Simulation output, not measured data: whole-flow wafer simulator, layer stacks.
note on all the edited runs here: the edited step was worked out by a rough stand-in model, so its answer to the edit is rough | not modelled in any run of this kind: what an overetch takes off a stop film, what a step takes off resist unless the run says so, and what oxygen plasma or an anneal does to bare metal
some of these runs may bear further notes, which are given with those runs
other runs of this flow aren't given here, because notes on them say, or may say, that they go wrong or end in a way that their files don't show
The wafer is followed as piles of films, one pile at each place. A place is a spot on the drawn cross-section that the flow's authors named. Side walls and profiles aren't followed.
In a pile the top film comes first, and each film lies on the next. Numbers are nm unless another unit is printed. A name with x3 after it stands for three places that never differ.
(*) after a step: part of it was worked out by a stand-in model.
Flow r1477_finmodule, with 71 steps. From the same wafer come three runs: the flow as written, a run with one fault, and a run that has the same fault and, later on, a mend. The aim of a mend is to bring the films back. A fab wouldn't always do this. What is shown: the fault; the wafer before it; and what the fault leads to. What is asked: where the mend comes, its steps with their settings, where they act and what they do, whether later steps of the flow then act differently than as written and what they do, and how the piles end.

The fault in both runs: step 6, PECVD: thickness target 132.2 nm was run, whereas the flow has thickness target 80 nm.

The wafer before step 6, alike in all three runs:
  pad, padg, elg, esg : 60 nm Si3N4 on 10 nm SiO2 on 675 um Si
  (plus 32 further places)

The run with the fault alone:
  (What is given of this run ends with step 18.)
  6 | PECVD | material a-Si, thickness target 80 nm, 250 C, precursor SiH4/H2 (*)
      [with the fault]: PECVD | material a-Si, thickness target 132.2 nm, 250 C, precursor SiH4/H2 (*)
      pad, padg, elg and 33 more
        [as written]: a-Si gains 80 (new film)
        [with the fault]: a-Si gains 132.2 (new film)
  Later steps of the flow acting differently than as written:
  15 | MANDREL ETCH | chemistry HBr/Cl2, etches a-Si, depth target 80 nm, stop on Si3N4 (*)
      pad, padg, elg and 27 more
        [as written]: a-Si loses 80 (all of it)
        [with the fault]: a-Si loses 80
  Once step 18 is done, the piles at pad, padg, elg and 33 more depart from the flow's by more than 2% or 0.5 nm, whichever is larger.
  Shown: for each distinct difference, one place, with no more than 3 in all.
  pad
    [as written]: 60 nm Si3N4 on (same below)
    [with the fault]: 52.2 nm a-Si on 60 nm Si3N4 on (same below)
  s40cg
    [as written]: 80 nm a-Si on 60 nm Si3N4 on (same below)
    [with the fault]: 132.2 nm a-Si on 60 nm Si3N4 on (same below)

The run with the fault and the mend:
  The mend follows step 7.
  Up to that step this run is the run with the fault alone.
  7a | ETCH | chemistry tmah, depth target 52.2 nm
      pad, padg, elg and 33 more
        a-Si loses 52.2
  None of the later steps of the flow acts differently than as written at any place that is followed.
  By the end, the piles equal the flow's at every place that both follow.
